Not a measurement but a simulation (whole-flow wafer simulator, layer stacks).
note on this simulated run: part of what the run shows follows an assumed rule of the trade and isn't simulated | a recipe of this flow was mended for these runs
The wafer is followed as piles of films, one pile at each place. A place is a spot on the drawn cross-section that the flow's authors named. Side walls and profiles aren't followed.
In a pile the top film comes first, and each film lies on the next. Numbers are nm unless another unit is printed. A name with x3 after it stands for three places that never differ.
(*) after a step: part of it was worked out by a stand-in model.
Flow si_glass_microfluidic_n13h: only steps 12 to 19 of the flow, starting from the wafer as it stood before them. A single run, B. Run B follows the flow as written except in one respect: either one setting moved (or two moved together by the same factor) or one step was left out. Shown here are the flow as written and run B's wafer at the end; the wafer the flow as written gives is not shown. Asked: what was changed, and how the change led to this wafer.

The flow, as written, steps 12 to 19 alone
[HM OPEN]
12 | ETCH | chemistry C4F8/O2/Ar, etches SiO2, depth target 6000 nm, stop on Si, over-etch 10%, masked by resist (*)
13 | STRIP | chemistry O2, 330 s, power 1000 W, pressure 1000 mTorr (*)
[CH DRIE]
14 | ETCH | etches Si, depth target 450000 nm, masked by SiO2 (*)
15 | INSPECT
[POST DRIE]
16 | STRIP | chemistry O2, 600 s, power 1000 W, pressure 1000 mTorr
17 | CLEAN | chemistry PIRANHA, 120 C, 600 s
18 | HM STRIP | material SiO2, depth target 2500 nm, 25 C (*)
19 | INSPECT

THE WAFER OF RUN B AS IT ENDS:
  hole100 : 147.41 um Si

The reason: step 12, ETCH: depth target 5100 nm was run, whereas the flow has depth target 6000 nm.

How this came from the change, step by step:
  12 | ETCH | chemistry C4F8/O2/Ar, etches SiO2, depth target 6000 nm, stop on Si, over-etch 10%, masked by resist (*)
      hole100: -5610 SiO2 (in the flow as written it would be: -6000 SiO2 (all of it), -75 Si)
      land: -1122 thick-i-line-resist (in the flow as written it would be: -1320 thick-i-line-resist)
  13 | STRIP | chemistry O2, 330 s, power 1000 W, pressure 1000 mTorr (*)
      hole100: nothing (in the flow as written it would be: +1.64 chemical SiO2 (new film), -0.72 Si)
      land: -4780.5 thick-i-line-resist (all of it) (in the flow as written it would be: -4582.5 thick-i-line-resist (all of it))
  14 | ETCH | etches Si, depth target 450000 nm, masked by SiO2 (*)
      hole100: -390 SiO2 (all of it), -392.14 um Si (in the flow as written it would be: -1.64 chemical SiO2 (all of it), -450.64 um Si)
